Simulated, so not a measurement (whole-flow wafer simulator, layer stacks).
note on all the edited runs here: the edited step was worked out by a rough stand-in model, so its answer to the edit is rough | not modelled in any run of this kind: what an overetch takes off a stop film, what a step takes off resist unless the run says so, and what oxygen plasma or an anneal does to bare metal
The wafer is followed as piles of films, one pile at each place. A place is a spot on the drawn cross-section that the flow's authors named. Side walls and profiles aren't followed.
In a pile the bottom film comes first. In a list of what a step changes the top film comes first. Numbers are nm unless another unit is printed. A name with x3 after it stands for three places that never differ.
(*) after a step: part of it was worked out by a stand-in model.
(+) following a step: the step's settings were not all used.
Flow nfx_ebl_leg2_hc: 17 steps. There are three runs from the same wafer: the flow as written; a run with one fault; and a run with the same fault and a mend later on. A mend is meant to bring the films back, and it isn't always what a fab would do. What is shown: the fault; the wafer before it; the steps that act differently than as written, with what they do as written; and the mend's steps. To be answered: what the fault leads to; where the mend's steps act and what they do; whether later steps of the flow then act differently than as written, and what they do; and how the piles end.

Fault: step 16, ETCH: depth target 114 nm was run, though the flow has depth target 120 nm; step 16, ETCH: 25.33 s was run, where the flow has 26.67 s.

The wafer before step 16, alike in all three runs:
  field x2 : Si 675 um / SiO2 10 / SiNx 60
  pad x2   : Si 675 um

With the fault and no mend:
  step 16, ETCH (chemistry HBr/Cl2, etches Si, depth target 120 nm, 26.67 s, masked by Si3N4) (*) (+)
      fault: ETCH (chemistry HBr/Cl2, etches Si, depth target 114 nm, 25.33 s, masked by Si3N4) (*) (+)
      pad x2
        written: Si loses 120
        fault: Si loses 114
  Later steps of the flow that are run all act as written at every place that is followed.
  The piles end only slightly different from the flow's at the places that both follow, by no more than 2% or 0.5 nm, whichever is larger.

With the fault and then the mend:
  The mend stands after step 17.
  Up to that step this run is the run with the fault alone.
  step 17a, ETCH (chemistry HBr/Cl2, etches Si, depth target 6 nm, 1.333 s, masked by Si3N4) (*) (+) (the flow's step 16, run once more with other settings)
      field x2
        SiNx loses 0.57
      pad x2
        Si loses 6
  Later steps of the flow that are run all act as written at every place that is followed.
  The piles end the same as the flow's at every place that both follow.
